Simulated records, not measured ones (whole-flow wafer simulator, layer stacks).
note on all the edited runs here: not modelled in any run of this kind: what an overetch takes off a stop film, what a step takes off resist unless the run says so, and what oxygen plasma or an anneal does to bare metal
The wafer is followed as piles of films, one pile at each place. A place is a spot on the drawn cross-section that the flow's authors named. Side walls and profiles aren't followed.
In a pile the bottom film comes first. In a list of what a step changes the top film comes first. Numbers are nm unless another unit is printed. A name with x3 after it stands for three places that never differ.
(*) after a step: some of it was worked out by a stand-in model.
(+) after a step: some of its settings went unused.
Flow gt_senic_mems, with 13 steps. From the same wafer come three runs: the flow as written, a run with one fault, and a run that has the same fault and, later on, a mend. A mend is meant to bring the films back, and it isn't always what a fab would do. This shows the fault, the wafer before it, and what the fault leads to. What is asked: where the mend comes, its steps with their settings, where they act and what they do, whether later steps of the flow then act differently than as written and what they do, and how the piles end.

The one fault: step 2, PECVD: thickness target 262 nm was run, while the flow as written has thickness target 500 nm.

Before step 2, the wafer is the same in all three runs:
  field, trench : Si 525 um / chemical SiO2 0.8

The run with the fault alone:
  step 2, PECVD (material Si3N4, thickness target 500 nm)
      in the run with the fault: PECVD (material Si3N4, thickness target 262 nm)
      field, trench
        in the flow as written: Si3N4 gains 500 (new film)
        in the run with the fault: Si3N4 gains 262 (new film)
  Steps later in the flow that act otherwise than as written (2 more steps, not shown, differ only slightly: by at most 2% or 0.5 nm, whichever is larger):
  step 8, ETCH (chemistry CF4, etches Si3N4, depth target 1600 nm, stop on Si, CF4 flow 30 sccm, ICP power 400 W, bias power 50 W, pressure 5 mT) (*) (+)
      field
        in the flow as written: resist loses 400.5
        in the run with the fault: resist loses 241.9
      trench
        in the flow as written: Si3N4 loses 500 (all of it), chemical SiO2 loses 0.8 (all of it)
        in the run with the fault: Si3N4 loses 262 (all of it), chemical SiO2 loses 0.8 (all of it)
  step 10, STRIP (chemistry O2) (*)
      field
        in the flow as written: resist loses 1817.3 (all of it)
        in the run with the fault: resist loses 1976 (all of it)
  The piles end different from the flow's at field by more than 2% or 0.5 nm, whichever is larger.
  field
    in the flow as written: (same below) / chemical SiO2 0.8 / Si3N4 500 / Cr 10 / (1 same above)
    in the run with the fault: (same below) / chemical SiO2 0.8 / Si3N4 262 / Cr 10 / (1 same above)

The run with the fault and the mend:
  After step 2 comes the mend.
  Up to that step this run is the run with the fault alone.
  step 2a, PECVD (material Si3N4, thickness target 238 nm) (the flow's step 2 again, with other settings)
      field, trench
        Si3N4 gains 238
  Every later step of the flow that is run acts as written at every place that is followed.
  At every place that both follow, the piles at the end match the flow's.
